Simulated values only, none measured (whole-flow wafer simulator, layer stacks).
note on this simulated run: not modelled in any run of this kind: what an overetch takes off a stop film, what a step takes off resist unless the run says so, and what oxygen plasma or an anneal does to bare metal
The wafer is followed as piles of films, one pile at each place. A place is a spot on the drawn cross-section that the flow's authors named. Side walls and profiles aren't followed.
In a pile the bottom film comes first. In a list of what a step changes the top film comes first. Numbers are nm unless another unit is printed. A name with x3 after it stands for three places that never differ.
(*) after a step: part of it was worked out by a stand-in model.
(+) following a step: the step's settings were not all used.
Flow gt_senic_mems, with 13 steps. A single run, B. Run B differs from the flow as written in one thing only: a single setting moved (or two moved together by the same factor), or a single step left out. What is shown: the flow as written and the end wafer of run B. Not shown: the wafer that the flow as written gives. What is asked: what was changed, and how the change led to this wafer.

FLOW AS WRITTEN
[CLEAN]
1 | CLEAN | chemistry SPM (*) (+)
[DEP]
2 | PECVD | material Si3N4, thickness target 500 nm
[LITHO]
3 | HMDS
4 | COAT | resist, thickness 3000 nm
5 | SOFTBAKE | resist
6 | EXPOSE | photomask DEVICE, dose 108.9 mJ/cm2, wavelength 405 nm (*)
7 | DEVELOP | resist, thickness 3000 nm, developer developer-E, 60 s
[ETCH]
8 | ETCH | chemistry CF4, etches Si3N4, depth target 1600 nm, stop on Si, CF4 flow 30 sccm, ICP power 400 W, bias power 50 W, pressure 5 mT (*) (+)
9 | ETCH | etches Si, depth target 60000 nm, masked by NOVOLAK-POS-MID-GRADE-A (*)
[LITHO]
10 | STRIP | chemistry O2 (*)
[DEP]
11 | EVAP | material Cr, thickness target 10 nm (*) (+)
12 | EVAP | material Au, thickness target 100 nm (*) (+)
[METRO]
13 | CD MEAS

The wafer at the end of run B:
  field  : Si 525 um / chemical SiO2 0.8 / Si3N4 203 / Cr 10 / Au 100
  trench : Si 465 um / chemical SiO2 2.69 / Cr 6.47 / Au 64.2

Cause: step 2, PECVD: thickness target 203 nm was run, while the flow as written has thickness target 500 nm.
One can read it off the wafer: field has Si3N4 203, and step 2 as written asks for 500 nm.

The path from the change to this, step by step:
  2 | PECVD | material Si3N4, thickness target 500 nm
      field, trench: Si3N4 gains 203 (new film) (as written it would have been: Si3N4 gains 500 (new film))
  8 | ETCH | chemistry CF4, etches Si3N4, depth target 1600 nm, stop on Si, CF4 flow 30 sccm, ICP power 400 W, bias power 50 W, pressure 5 mT (*) (+)
      field: resist loses 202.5 (as written it would have been: resist loses 400.5)
      trench: Si3N4 loses 203 (all of it), chemical SiO2 loses 0.8 (all of it) (as written it would have been: Si3N4 loses 500 (all of it), chemical SiO2 loses 0.8 (all of it))
  10 | STRIP | chemistry O2 (*)
      field: resist loses 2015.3 (all of it) (as written it would have been: resist loses 1817.3 (all of it))
